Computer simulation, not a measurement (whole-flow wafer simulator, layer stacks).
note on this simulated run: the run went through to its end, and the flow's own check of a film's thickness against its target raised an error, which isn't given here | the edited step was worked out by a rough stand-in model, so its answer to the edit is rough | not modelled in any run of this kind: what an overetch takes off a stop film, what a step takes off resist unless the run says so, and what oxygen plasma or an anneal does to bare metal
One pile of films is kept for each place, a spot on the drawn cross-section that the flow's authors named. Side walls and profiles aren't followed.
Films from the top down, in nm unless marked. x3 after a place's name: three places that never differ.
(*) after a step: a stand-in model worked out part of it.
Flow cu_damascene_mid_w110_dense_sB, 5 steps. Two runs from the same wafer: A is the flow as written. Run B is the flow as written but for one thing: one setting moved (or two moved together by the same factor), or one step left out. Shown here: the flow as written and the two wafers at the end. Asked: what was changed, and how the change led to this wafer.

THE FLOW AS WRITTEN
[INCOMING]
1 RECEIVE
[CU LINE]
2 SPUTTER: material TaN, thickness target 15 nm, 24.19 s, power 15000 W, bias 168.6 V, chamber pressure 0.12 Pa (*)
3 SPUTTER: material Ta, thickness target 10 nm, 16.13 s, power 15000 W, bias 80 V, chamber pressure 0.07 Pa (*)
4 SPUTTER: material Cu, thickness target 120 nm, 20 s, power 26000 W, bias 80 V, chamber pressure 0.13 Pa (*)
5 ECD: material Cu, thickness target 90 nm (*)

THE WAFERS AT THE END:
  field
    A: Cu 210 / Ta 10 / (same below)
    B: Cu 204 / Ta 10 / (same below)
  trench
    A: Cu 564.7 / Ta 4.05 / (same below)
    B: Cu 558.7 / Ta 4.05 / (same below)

The cause: step 4, SPUTTER: thickness target 114 nm was run, where the flow has thickness target 120 nm; step 4, SPUTTER: 19 s was run, where the flow has 20 s.

How the change led to this, step by step:
  4 SPUTTER: material Cu, thickness target 120 nm, 20 s, power 26000 W, bias 80 V, chamber pressure 0.13 Pa (*)
      field: A Cu +120 (new film) | B Cu +114 (new film)
      trench: A Cu +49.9 (new film) | B Cu +47.4 (new film)
